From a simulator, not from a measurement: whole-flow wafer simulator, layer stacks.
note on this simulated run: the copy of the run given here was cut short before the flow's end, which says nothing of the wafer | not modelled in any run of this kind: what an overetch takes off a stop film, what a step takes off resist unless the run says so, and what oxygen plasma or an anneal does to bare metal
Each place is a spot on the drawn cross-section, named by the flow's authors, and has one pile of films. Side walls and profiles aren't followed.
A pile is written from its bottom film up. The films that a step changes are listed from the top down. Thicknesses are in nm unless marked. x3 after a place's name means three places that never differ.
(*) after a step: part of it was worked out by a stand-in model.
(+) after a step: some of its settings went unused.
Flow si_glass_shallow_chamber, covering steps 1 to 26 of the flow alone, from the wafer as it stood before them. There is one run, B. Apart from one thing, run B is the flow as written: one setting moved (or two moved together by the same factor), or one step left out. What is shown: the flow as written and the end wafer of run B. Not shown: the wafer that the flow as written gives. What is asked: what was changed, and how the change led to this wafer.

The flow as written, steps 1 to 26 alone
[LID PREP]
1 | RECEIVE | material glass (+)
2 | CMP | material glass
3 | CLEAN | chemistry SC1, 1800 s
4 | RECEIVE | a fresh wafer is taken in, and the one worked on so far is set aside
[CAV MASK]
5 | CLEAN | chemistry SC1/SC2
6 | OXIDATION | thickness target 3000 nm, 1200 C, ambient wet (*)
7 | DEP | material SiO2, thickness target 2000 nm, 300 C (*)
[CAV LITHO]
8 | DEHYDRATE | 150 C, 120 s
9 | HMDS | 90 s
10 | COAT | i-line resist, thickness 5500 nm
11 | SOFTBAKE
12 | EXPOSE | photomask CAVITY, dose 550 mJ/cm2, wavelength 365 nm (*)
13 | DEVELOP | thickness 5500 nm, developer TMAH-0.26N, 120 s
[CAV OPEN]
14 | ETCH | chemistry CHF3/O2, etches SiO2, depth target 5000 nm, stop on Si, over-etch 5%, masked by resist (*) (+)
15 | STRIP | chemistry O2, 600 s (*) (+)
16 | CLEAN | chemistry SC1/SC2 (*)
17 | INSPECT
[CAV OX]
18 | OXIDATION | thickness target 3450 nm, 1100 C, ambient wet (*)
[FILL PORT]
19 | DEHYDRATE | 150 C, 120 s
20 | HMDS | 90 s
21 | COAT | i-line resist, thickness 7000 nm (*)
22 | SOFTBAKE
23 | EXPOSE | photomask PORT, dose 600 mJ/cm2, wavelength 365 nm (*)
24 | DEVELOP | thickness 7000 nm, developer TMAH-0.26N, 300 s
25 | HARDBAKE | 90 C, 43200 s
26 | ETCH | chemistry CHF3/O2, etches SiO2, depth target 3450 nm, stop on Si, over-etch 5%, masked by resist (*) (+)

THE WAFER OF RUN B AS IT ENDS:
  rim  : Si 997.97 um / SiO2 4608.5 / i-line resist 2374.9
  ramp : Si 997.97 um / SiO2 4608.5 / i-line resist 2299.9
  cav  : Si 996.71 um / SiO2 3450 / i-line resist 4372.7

The reason: step 7, DEP: material SiO2, thickness target 2000 nm, 300 C (*), was skipped.

Step by step, how the change led to this:
  14 | ETCH | chemistry CHF3/O2, etches SiO2, depth target 5000 nm, stop on Si, over-etch 5%, masked by resist (*) (+)
      rim, ramp, septum, ring: i-line resist loses 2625 (in the flow as written it would be: i-line resist loses 4375)
      cav, port: SiO2 loses 3000 (all of it), Si loses 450 (in the flow as written it would be: SiO2 loses 5000 (all of it), Si loses 50)
  15 | STRIP | chemistry O2, 600 s (*) (+)
      rim, ramp, septum, ring: i-line resist loses 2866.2 (all of it) (in the flow as written it would be: i-line resist loses 1116.2 (all of it))
  18 | OXIDATION | thickness target 3450 nm, 1100 C, ambient wet (*)
      rim, ramp, septum, ring: SiO2 gains 1608.5, Si loses 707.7 (in the flow as written it would be: SiO2 gains 1109.8, Si loses 488.3)
  21 | COAT | i-line resist, thickness 7000 nm (*)
      rim: i-line resist gains 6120 (new film) (in the flow as written it would be: i-line resist gains 5660.1 (new film))
      ramp: i-line resist gains 5730.8 (new film) (in the flow as written it would be: i-line resist gains 5087.8 (new film))
      (as well as at 2 more places)
  22 | SOFTBAKE
      rim: i-line resist loses 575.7 (in the flow as written it would be: i-line resist loses 834.8)
      ramp: i-line resist loses 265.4 (in the flow as written it would be: i-line resist loses 425.6)
      (as well as at 4 more places)
  24 | DEVELOP | thickness 7000 nm, developer TMAH-0.26N, 300 s
      port: i-line resist loses 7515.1 (all of it) (in the flow as written it would be: i-line resist loses 7737.9 (all of it))
  25 | HARDBAKE | 90 C, 43200 s
      rim: i-line resist loses 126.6 (in the flow as written it would be: i-line resist loses 92.2)
      ramp: i-line resist loses 122.6 (in the flow as written it would be: i-line resist loses 85)
      (as well as at 1 more place)
